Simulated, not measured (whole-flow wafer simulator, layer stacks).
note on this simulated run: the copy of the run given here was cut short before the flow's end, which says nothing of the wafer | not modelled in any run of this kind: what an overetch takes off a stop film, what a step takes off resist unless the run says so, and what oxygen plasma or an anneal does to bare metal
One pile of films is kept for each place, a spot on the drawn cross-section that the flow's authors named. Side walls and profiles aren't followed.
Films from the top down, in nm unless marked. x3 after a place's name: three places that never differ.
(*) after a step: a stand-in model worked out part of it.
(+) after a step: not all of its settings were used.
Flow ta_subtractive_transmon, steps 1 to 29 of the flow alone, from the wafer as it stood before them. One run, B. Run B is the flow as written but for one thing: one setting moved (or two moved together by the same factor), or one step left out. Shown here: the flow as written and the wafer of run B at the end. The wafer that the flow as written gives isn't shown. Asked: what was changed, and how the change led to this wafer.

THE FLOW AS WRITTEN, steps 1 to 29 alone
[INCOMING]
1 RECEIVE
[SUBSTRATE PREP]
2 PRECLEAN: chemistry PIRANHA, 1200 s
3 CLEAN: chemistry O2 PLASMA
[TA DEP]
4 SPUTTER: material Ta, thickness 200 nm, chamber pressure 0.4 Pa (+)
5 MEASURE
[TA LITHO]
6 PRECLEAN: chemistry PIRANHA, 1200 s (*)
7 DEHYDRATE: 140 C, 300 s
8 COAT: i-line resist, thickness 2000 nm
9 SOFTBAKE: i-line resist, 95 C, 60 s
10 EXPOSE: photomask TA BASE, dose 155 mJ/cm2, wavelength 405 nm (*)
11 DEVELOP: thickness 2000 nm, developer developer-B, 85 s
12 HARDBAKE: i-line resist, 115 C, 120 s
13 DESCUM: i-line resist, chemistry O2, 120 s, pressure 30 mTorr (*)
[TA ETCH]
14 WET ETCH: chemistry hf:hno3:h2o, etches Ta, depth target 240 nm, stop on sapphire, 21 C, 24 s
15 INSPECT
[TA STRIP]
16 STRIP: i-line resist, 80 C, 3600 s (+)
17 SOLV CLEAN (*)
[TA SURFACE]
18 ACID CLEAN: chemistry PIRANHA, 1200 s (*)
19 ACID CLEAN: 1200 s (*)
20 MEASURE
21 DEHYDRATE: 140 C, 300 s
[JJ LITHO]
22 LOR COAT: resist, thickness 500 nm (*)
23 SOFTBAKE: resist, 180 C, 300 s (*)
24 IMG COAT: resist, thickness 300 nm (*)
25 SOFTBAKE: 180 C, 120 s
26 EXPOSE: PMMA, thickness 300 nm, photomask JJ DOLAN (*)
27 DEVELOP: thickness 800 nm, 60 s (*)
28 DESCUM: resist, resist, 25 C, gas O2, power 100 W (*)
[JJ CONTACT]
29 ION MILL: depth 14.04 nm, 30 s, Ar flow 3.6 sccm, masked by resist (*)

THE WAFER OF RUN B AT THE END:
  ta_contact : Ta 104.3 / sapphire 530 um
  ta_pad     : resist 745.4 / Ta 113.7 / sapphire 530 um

The cause: step 4, SPUTTER: thickness 114 nm was run, where the flow has thickness 200 nm.

How the change led to this, step by step:
  4 SPUTTER: material Ta, thickness 200 nm, chamber pressure 0.4 Pa (+)
      field x2, jj_line, lead, ta_contact, ta_pad: Ta +114 (new film) (as written it would be: Ta +200 (new film))
  14 WET ETCH: chemistry hf:hno3:h2o, etches Ta, depth target 240 nm, stop on sapphire, 21 C, 24 s
      field x2, jj_line, lead: Ta -114 (all of it) (as written it would be: Ta -200 (all of it))
  22 LOR COAT: resist, thickness 500 nm (*)
      lead: resist +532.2 (new film) (as written it would be: resist +554.8 (new film))
      ta_contact: resist +466.7 (new film) (as written it would be: resist +443.8 (new film))
  24 IMG COAT: resist, thickness 300 nm (*)
      ta_pad: resist +289.2 (as written it would be: resist +281.3)
  27 DEVELOP: thickness 800 nm, 60 s (*)
      lead: resist -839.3 (all of it) (as written it would be: resist -867.4 (all of it))
      ta_contact: resist -759.7 (all of it) (as written it would be: resist -731.2 (all of it))
